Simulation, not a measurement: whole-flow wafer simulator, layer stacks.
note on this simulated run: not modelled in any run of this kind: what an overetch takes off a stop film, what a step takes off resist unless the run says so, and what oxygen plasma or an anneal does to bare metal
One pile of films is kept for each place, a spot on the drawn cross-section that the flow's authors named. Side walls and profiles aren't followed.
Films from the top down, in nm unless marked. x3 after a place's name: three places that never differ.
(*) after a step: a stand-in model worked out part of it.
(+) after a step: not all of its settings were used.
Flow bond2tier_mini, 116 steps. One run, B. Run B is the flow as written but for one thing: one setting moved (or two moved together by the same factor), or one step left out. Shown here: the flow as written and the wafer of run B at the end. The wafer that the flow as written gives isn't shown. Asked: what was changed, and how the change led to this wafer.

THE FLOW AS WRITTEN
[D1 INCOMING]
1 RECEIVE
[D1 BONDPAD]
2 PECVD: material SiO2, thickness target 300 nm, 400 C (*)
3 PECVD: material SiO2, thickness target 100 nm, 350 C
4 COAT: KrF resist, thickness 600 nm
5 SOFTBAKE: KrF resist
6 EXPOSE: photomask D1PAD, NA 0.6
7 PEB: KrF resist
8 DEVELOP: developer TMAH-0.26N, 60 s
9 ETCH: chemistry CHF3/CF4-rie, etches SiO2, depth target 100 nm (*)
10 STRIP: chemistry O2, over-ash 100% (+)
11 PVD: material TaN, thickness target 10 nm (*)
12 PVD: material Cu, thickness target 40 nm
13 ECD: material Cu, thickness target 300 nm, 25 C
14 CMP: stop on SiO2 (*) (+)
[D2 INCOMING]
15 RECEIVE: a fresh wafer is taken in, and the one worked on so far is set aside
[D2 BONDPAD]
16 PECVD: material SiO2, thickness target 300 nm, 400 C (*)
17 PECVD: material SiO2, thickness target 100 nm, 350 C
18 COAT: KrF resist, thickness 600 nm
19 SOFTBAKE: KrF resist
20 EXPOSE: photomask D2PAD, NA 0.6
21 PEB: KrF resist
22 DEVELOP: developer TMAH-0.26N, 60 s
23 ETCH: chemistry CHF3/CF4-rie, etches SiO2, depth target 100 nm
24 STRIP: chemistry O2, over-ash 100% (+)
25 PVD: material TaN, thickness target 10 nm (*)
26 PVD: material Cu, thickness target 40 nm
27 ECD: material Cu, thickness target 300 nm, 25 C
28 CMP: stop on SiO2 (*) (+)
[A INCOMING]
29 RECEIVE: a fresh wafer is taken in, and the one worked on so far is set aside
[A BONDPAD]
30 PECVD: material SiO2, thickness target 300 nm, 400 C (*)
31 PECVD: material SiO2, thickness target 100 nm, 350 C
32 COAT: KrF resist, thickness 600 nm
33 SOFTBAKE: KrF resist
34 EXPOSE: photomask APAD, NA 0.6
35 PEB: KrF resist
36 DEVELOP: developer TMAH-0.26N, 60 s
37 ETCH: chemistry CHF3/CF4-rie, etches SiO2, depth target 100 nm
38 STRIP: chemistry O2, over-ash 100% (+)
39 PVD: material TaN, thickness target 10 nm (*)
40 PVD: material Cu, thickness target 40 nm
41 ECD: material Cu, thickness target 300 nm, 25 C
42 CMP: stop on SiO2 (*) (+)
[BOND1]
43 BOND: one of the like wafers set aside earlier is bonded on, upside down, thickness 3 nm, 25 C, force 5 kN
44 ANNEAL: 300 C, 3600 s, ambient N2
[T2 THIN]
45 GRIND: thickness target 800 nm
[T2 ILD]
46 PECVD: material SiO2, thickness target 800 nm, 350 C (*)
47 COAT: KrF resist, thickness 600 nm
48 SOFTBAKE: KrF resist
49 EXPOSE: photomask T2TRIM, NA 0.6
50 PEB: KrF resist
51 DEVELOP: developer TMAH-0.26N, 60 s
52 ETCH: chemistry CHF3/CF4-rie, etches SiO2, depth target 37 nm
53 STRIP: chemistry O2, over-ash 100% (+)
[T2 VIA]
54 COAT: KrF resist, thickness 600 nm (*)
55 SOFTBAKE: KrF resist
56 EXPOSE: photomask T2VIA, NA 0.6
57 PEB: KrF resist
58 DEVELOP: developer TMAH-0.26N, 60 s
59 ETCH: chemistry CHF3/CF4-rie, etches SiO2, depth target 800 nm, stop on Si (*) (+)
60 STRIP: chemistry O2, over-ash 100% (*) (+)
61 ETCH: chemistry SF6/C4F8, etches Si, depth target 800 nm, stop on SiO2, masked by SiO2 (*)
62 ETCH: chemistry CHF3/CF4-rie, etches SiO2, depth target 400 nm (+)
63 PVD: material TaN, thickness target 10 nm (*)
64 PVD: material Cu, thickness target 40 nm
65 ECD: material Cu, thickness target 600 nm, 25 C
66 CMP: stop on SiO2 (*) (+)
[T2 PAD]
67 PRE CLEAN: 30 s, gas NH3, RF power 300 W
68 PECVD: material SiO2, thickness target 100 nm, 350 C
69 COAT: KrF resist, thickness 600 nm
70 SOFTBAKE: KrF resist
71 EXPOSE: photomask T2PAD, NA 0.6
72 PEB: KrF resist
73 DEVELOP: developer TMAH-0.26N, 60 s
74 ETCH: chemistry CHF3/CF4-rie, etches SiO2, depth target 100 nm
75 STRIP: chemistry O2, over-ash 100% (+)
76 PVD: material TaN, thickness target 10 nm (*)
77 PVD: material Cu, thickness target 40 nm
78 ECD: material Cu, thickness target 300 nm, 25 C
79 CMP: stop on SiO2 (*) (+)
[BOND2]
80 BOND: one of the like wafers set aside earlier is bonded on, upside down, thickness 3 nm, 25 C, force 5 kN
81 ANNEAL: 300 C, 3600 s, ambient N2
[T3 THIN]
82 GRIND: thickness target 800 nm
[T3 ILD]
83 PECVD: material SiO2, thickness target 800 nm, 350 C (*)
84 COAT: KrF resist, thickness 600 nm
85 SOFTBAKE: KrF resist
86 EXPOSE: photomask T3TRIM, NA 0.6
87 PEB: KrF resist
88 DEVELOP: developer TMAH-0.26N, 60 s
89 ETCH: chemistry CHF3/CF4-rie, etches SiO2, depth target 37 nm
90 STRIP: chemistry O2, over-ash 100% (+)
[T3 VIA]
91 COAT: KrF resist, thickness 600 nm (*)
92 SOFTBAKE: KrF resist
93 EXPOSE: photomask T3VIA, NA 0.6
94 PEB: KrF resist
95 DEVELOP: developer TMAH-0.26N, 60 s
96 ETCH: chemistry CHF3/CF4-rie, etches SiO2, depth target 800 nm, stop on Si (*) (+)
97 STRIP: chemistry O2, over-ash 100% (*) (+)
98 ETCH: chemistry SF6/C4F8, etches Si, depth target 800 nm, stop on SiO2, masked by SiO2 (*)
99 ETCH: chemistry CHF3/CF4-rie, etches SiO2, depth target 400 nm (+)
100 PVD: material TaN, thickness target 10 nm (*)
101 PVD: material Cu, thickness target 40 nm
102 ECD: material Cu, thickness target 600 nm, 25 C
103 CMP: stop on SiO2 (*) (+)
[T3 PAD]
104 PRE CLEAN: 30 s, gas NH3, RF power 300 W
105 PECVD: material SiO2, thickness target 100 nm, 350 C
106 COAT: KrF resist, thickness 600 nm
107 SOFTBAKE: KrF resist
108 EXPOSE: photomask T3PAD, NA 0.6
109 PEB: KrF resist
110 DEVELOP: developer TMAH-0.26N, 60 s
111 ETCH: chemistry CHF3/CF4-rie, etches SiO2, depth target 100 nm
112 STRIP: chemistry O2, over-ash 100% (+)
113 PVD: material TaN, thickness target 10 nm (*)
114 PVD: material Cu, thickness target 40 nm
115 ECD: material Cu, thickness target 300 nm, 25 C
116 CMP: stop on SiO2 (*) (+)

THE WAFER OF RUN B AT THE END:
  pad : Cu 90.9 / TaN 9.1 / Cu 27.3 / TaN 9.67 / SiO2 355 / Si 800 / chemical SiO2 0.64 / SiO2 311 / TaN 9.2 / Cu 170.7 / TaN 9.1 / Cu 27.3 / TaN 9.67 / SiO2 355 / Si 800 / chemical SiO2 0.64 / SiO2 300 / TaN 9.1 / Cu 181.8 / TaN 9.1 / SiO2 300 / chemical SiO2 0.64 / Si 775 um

The cause: step 23, ETCH: depth target 89 nm was run, where the flow has depth target 100 nm.

How the change led to this, step by step:
  23 ETCH: chemistry CHF3/CF4-rie, etches SiO2, depth target 100 nm
      pad, via: SiO2 -89 (as written it would be: SiO2 -100)
      field: KrF resist -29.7 (as written it would be: KrF resist -33.3)
  27 ECD: material Cu, thickness target 300 nm, 25 C
      pad: Cu +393 (as written it would be: Cu +404.5)
      via: Cu +389.1 (as written it would be: Cu +400.2)
  80 BOND: one of the like wafers set aside earlier is bonded on, upside down, thickness 3 nm, 25 C, force 5 kN
      pad: Si +775 um (new film), chemical SiO2 +0.64 (new film), SiO2 +311 (new film), TaN +9.2 (new film), Cu +79.8 (as written it would be: Si +775 um (new film), chemical SiO2 +0.64 (new film), SiO2 +300 (new film), TaN +9.1 (new film), Cu +90.9)
